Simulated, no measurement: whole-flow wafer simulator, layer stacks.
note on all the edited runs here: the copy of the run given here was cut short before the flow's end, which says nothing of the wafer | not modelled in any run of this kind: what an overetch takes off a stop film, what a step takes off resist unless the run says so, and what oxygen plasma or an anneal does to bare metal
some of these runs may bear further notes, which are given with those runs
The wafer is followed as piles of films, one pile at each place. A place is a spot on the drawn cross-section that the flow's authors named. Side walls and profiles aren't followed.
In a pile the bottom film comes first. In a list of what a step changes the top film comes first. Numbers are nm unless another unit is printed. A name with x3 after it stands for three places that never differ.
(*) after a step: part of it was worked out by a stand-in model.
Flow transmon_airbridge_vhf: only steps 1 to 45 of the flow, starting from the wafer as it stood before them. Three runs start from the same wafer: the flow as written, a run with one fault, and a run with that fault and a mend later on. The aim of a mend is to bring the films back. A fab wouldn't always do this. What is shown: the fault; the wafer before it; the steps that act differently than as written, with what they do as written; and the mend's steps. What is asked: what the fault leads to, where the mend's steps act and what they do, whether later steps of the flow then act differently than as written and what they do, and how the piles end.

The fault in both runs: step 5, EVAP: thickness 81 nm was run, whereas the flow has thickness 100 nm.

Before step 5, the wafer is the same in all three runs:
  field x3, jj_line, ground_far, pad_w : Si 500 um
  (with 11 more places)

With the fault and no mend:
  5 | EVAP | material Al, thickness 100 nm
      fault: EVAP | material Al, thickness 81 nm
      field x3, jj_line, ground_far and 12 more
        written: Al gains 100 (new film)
        fault: Al gains 81 (new film)
  Steps later in the flow that act otherwise than as written (not shown: 18 more steps that differ only slightly, by at most 2% or 0.5 nm, whichever is larger):
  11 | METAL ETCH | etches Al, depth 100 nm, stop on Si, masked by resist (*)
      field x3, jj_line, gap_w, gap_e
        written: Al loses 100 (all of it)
        fault: Al loses 81 (all of it)
  The piles end different from the flow's at ground_far, pad_w, flank_w and 8 more by more than 2% or 0.5 nm, whichever is larger.
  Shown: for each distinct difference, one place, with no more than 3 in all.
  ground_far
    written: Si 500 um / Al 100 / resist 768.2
    fault: Si 500 um / Al 81 / resist 768.2
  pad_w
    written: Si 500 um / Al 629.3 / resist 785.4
    fault: Si 500 um / Al 610.3 / resist 785.7
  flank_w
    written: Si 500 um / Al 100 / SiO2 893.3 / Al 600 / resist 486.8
    fault: Si 500 um / Al 81 / SiO2 893.2 / Al 600 / resist 489.6

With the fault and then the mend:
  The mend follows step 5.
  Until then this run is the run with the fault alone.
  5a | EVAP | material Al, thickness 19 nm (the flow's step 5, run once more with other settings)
      field x3, jj_line, ground_far and 12 more
        Al gains 19
  None of the later steps of the flow acts differently than as written at any place that is followed.
  The piles end the same as the flow's at every place that both follow.
